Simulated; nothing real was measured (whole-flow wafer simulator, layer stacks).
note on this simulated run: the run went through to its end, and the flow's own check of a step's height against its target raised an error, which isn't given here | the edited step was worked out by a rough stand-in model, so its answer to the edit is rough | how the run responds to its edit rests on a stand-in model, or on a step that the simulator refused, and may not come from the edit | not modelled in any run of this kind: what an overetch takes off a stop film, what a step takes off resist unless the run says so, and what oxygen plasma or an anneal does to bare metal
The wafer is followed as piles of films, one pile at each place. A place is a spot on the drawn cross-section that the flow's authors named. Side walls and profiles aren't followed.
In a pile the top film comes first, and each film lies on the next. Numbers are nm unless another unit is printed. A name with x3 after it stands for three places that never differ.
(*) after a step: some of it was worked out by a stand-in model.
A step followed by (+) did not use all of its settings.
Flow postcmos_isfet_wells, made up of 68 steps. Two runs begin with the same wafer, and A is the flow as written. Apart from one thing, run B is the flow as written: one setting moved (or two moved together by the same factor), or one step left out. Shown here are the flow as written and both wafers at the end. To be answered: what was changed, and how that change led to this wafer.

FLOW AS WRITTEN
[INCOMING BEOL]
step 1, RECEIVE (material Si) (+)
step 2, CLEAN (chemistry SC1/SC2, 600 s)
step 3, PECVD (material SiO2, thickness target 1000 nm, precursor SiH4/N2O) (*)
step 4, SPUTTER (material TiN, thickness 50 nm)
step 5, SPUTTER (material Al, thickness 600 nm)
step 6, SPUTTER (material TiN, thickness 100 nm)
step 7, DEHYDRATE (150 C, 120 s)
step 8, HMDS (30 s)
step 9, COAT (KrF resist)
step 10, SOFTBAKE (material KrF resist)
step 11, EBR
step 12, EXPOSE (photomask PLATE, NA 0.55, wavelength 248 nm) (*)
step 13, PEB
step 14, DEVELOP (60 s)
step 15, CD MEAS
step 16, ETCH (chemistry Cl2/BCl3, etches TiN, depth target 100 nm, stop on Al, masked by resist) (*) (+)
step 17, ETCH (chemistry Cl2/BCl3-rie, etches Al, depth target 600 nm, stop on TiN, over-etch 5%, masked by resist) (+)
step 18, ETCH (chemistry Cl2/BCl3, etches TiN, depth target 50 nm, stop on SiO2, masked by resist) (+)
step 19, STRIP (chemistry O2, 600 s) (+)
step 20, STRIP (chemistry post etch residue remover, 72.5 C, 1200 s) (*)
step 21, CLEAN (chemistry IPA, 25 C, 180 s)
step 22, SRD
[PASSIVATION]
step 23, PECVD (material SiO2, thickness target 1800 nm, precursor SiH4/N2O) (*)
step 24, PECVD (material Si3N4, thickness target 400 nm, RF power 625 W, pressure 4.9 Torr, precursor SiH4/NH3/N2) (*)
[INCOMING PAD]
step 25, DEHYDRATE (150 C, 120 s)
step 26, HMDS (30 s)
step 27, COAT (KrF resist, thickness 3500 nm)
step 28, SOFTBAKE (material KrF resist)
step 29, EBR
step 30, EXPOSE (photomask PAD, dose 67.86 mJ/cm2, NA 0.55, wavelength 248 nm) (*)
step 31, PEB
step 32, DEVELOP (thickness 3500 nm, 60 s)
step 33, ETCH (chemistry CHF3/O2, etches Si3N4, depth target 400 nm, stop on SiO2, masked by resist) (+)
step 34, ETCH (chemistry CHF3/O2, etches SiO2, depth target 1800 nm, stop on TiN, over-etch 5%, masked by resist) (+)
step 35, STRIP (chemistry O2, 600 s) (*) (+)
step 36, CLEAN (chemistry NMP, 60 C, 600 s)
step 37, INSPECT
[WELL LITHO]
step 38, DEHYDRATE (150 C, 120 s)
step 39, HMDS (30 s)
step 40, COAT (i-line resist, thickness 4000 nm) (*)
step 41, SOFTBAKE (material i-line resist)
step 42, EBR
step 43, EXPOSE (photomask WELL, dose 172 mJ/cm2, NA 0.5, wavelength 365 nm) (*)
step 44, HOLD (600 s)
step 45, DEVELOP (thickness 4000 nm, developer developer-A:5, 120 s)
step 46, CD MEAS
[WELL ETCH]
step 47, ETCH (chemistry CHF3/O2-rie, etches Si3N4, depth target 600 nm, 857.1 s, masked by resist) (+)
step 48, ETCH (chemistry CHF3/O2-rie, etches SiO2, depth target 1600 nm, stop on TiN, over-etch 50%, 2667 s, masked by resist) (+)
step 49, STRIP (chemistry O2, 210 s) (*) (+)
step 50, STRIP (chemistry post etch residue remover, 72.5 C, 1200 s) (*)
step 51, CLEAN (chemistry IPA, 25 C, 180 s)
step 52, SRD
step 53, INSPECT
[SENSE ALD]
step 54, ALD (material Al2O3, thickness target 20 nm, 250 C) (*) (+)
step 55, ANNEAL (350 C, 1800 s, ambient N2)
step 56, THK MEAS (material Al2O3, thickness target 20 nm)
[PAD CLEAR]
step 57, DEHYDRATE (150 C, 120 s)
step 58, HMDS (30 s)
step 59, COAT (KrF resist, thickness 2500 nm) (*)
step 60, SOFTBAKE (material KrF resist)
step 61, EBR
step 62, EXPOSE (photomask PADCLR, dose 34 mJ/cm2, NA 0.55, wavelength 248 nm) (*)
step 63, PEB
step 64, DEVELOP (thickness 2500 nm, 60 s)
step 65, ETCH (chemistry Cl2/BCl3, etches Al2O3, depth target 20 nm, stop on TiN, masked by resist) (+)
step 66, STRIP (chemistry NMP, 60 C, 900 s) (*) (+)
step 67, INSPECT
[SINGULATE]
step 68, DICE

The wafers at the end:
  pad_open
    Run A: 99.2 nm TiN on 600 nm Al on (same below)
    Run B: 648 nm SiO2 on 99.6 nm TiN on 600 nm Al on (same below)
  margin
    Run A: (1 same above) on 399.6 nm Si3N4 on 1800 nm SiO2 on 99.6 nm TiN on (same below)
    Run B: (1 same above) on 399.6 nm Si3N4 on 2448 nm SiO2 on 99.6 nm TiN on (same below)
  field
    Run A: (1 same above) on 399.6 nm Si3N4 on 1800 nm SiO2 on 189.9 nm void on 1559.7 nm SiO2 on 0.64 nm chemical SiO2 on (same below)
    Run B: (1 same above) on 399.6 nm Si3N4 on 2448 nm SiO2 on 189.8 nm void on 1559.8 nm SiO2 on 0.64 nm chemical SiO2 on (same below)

The reason: step 23, PECVD: thickness target 2448 nm was run, whereas the flow has thickness target 1800 nm.
The wafer itself shows it: margin has SiO2 2448, and step 23 as written asks for 1800 nm.

The path from the change to this, step by step:
  step 23, PECVD (material SiO2, thickness target 1800 nm, precursor SiH4/N2O) (*)
      margin, well900, well1300 x3, pad_rim, pad_clr, pad_open: A +1800 SiO2 (new film) | B +2448 SiO2 (new film)
      field: A +1800 SiO2 (new film), +189.9 void (new film), +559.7 SiO2 | B +2448 SiO2 (new film), +189.8 void (new film), +559.8 SiO2
  step 34, ETCH (chemistry CHF3/O2, etches SiO2, depth target 1800 nm, stop on TiN, over-etch 5%, masked by resist) (+)
      pad_open: A -1800 SiO2 (all of it) | B -1800 SiO2
  step 48, ETCH (chemistry CHF3/O2-rie, etches SiO2, depth target 1600 nm, stop on TiN, over-etch 50%, 2667 s, masked by resist) (+)
      well900, well1300 x3: A -1600 SiO2 (all of it) | B -2248 SiO2 (all of it)
  step 59, COAT (KrF resist, thickness 2500 nm) (*)
      field: A +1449 KrF resist (new film) | B +1139.4 KrF resist (new film)
      margin: A +1448.9 KrF resist (new film) | B +1139.3 KrF resist (new film)
  step 63, PEB
      field, margin: A -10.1 KrF resist | B -7.89 KrF resist
  step 66, STRIP (chemistry NMP, 60 C, 900 s) (*) (+)
      field: A -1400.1 KrF resist (all of it) | B -1092.8 KrF resist (all of it)
      margin: A -1400.1 KrF resist (all of it) | B -1092.7 KrF resist (all of it)
